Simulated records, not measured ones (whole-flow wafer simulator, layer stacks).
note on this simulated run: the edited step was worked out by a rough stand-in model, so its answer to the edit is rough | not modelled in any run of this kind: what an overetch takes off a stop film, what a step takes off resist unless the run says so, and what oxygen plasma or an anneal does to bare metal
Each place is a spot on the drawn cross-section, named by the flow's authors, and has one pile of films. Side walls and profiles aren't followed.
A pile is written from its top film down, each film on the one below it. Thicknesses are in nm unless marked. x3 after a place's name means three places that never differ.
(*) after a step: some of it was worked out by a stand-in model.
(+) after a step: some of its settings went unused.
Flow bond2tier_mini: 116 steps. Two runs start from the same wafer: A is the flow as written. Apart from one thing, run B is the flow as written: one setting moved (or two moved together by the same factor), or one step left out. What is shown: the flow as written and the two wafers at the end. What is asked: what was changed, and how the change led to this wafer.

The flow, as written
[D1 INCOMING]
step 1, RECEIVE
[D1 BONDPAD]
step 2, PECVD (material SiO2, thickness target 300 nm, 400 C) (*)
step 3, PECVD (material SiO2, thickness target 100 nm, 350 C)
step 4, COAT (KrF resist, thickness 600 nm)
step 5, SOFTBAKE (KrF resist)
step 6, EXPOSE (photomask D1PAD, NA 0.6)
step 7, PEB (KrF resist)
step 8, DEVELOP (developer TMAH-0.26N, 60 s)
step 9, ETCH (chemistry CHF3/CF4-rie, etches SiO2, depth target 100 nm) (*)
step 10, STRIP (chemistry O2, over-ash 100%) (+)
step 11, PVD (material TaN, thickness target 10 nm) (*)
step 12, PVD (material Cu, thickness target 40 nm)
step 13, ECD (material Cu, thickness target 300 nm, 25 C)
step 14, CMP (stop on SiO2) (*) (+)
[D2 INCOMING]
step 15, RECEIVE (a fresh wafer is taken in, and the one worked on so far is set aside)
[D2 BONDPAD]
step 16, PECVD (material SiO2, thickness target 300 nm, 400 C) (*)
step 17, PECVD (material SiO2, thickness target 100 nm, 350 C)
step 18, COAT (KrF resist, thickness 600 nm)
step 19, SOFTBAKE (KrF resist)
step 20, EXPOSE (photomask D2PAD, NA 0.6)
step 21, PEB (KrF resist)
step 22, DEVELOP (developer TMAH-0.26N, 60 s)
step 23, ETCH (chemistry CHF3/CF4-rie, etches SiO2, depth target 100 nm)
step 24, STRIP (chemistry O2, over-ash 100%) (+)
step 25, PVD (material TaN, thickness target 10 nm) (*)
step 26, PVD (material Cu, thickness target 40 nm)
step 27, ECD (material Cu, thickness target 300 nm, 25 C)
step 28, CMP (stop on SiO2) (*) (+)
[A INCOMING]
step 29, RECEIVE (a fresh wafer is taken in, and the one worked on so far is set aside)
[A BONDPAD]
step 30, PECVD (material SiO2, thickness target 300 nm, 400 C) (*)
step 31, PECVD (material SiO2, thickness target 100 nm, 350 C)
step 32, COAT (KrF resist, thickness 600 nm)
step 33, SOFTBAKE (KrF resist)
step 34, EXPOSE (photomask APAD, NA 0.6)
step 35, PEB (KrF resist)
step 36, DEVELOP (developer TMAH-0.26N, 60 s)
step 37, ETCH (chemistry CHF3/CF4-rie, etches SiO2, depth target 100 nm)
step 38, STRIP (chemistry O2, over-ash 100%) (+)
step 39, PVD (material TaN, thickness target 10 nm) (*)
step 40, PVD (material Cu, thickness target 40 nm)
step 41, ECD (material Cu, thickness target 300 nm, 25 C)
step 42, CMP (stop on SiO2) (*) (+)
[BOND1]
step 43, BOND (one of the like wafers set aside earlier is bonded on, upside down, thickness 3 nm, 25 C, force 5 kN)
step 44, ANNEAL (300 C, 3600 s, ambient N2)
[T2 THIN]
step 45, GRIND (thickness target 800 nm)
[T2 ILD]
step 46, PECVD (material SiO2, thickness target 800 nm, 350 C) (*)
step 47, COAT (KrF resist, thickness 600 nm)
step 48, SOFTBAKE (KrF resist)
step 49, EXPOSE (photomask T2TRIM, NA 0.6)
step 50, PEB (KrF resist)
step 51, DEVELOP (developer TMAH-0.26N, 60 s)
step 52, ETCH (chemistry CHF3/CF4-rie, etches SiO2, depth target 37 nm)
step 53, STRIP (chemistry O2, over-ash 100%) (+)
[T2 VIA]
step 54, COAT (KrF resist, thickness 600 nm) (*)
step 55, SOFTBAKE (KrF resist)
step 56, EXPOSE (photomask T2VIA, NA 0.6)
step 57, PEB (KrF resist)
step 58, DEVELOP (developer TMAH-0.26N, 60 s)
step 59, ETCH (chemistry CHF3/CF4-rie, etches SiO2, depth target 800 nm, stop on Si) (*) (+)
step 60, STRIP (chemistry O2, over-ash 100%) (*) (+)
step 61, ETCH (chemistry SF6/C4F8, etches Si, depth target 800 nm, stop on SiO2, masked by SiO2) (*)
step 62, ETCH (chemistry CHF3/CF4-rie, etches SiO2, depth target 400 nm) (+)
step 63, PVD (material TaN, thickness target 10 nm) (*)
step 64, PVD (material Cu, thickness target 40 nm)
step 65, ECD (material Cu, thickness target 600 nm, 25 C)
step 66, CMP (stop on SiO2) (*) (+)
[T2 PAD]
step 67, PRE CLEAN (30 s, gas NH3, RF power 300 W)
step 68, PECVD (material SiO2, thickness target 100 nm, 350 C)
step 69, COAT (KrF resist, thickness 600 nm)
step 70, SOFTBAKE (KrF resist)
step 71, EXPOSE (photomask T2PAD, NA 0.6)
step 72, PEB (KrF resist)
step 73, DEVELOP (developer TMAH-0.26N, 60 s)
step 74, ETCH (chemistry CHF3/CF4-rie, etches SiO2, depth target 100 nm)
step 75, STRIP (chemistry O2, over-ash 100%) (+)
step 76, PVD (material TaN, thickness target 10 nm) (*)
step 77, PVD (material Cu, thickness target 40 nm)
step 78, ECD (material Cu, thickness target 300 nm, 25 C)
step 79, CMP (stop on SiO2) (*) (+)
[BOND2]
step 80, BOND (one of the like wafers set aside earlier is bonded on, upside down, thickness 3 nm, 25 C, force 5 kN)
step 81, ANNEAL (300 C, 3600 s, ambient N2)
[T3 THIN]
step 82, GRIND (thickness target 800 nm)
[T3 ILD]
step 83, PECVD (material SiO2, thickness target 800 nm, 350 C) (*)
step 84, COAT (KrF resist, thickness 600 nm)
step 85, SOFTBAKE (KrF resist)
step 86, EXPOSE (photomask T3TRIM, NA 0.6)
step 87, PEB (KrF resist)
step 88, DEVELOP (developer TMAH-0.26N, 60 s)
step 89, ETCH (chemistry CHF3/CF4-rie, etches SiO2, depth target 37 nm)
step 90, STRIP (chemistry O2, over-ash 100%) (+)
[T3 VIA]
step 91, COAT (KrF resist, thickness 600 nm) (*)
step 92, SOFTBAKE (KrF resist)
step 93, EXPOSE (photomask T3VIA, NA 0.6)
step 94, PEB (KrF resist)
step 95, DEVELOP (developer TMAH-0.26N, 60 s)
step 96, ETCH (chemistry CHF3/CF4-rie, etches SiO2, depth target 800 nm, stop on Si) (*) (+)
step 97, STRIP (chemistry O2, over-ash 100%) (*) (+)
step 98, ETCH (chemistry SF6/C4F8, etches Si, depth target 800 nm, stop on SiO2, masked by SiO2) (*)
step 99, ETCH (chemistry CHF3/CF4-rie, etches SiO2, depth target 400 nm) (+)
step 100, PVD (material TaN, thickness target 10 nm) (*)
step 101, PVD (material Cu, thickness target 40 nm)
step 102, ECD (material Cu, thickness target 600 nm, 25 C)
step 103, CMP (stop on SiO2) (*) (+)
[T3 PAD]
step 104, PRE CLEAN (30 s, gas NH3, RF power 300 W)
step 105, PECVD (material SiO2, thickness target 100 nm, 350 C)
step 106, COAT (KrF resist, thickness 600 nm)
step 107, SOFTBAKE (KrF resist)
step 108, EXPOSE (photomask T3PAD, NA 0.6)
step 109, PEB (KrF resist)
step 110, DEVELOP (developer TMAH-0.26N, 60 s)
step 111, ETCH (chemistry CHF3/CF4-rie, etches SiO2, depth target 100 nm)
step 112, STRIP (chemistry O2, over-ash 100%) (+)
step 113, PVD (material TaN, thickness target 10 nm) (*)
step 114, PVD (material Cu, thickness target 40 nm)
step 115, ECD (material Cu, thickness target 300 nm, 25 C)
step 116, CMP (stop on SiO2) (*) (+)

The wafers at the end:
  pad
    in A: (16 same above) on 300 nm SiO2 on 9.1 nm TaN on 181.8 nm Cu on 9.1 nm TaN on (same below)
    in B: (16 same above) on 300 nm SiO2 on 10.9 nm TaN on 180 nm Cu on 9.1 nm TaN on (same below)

What caused this: step 11, PVD: thickness target 12 nm was run, though the flow has thickness target 10 nm.

How this came from the change, step by step:
  step 11, PVD (material TaN, thickness target 10 nm) (*)
      field: A TaN gains 10 (new film) | B TaN gains 12 (new film)
      pad: A TaN gains 9.1 (new film) | B TaN gains 10.9 (new film)
      (as well as at 1 more place)
  step 14, CMP (stop on SiO2) (*) (+)
      field: A Cu loses 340 (all of it), TaN loses 10 (all of it) | B Cu loses 340 (all of it), TaN loses 12 (all of it)
  step 43, BOND (one of the like wafers set aside earlier is bonded on, upside down, thickness 3 nm, 25 C, force 5 kN)
      pad: A Si gains 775 um (new film), chemical SiO2 gains 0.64 (new film), SiO2 gains 300 (new film), TaN gains 9.1 (new film), Cu gains 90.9 | B Si gains 775 um (new film), chemical SiO2 gains 0.64 (new film), SiO2 gains 300 (new film), TaN gains 10.9 (new film), Cu gains 89.1
      via: A Si gains 775 um (new film), chemical SiO2 gains 0.64 (new film), SiO2 gains 300 (new film), TaN gains 9.97 (new film), Cu gains 90 | B Si gains 775 um (new film), chemical SiO2 gains 0.64 (new film), SiO2 gains 300 (new film), TaN gains 12 (new film), Cu gains 88
